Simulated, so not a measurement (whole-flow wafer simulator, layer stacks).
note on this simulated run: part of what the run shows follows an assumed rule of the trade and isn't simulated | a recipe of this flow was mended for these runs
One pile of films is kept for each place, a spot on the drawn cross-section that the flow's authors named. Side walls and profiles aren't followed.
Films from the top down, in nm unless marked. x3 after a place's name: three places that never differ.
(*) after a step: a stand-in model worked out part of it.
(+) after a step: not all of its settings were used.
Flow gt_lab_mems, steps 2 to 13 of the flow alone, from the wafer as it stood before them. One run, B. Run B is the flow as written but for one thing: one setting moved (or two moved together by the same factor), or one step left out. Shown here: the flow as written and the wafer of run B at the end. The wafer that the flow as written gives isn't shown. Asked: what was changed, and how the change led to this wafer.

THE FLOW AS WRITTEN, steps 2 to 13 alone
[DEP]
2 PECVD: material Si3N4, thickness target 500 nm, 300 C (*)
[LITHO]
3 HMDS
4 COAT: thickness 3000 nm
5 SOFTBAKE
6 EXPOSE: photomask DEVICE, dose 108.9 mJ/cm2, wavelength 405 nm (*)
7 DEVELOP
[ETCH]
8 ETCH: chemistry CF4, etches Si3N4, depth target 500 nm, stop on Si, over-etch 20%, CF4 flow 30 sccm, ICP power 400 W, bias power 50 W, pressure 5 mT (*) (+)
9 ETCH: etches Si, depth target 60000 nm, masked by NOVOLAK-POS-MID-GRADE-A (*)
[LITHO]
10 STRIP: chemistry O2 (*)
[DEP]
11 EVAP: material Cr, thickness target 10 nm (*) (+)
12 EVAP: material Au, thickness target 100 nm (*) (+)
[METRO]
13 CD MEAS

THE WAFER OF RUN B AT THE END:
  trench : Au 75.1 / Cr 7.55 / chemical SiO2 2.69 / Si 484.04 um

The cause: step 8, ETCH: depth target 100 nm was run, where the flow has depth target 500 nm.

How the change led to this, step by step:
  8 ETCH: chemistry CF4, etches Si3N4, depth target 500 nm, stop on Si, over-etch 20%, CF4 flow 30 sccm, ICP power 400 W, bias power 50 W, pressure 5 mT (*) (+)
      trench: Si3N4 -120 (as written it would be: Si3N4 -500 (all of it), chemical SiO2 -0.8 (all of it), Si -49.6)
      field: g/i-line-resist -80 (as written it would be: g/i-line-resist -400)
  9 ETCH: etches Si, depth target 60000 nm, masked by NOVOLAK-POS-MID-GRADE-A (*)
      trench: Si3N4 -380 (all of it), chemical SiO2 -0.8 (all of it), Si -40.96 um (as written it would be: Si -59.96 um)
  10 STRIP: chemistry O2 (*)
      field: g/i-line-resist -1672 (all of it) (as written it would be: g/i-line-resist -1352 (all of it))
  11 EVAP: material Cr, thickness target 10 nm (*) (+)
      trench: Cr +7.55 (new film) (as written it would be: Cr +6.45 (new film))
  12 EVAP: material Au, thickness target 100 nm (*) (+)
      trench: Au +75.1 (new film) (as written it would be: Au +64.1 (new film))
